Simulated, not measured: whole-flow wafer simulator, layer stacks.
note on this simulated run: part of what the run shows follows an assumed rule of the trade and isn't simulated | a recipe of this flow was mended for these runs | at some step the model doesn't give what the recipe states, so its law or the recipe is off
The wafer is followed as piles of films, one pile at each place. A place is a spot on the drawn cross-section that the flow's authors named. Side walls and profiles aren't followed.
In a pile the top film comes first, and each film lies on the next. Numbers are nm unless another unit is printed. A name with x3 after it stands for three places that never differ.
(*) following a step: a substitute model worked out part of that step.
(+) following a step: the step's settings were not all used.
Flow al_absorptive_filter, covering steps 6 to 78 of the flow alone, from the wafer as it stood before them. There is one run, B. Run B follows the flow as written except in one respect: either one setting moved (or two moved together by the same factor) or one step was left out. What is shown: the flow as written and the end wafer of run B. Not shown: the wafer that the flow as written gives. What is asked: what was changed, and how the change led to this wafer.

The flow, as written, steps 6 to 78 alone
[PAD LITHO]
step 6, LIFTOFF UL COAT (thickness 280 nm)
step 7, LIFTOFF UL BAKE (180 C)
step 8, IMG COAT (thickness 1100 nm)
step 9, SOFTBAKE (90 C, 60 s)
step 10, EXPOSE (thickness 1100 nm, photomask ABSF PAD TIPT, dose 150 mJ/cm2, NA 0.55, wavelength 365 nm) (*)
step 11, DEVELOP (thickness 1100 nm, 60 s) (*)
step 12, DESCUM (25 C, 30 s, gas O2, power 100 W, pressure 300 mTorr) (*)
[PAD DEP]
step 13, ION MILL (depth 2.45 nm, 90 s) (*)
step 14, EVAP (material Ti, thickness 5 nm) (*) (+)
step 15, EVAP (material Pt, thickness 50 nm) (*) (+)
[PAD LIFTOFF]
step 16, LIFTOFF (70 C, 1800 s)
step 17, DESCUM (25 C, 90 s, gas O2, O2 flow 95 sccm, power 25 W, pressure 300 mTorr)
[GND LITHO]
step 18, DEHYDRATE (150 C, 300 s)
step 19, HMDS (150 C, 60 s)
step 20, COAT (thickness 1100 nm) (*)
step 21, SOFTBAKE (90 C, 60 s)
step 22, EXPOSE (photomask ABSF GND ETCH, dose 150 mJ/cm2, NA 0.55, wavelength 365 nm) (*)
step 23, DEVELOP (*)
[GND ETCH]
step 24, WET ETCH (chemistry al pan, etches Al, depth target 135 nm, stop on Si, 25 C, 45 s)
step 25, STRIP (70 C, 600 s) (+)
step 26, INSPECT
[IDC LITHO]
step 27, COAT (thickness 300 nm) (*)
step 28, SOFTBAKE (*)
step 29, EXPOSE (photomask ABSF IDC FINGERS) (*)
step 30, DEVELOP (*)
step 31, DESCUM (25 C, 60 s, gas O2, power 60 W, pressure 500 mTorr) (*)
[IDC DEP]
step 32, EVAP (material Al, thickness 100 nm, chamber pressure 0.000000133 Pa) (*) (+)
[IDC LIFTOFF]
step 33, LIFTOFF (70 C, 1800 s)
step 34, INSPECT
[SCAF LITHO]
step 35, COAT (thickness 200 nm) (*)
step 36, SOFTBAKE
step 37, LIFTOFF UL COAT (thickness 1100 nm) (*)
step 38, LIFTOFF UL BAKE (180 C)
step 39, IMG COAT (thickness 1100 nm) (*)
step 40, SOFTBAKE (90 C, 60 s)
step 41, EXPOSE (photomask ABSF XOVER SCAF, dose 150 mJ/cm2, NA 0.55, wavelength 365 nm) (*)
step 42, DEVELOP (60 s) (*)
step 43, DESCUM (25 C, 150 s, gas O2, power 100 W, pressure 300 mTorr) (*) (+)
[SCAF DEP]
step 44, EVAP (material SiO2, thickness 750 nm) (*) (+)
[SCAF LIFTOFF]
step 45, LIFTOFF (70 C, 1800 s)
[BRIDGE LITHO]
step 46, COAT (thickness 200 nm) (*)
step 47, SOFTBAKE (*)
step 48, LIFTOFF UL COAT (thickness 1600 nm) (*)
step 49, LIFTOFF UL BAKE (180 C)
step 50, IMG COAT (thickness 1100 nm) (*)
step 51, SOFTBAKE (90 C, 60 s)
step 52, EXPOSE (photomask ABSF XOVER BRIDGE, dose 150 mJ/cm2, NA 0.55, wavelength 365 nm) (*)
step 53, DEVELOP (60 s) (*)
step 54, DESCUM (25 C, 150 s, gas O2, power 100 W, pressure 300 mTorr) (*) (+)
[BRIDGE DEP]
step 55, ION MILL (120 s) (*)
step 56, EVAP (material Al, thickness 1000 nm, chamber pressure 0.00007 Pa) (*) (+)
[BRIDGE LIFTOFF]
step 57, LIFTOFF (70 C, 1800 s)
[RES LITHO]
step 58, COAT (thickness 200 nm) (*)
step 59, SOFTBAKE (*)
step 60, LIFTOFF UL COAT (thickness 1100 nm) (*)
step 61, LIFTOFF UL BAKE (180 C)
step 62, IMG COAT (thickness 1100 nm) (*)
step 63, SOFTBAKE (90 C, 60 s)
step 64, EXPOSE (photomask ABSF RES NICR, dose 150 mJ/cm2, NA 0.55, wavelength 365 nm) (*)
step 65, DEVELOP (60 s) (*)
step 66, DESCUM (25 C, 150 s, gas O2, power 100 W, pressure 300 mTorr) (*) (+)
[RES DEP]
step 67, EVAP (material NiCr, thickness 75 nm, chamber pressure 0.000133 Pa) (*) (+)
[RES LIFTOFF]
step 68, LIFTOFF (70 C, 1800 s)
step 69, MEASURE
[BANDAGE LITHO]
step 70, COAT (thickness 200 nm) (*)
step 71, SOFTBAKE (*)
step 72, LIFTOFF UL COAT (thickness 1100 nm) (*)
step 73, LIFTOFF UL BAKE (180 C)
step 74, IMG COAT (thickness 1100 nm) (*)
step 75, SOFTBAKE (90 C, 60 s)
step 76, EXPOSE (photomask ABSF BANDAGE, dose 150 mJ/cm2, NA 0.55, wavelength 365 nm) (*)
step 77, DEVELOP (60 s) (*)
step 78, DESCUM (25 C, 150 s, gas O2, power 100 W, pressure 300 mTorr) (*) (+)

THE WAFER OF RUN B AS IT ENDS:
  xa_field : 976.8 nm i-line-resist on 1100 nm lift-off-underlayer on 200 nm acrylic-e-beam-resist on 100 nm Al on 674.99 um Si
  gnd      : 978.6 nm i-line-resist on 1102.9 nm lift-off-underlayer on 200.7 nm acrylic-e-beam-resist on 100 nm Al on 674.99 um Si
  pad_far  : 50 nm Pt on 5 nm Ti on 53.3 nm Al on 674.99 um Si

The reason: step 11, DEVELOP: 69.6 s was run, whereas the flow has 60 s.

Step by step, how the change led to this:
  step 11, DEVELOP (thickness 1100 nm, 60 s) (*)
      pad_far, pad_near: -1100 i-line-resist (all of it), -280 lift-off-underlayer (all of it), -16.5 Al (as written it would have been: -1100 i-line-resist (all of it), -280 lift-off-underlayer (all of it), -13.3 Al)
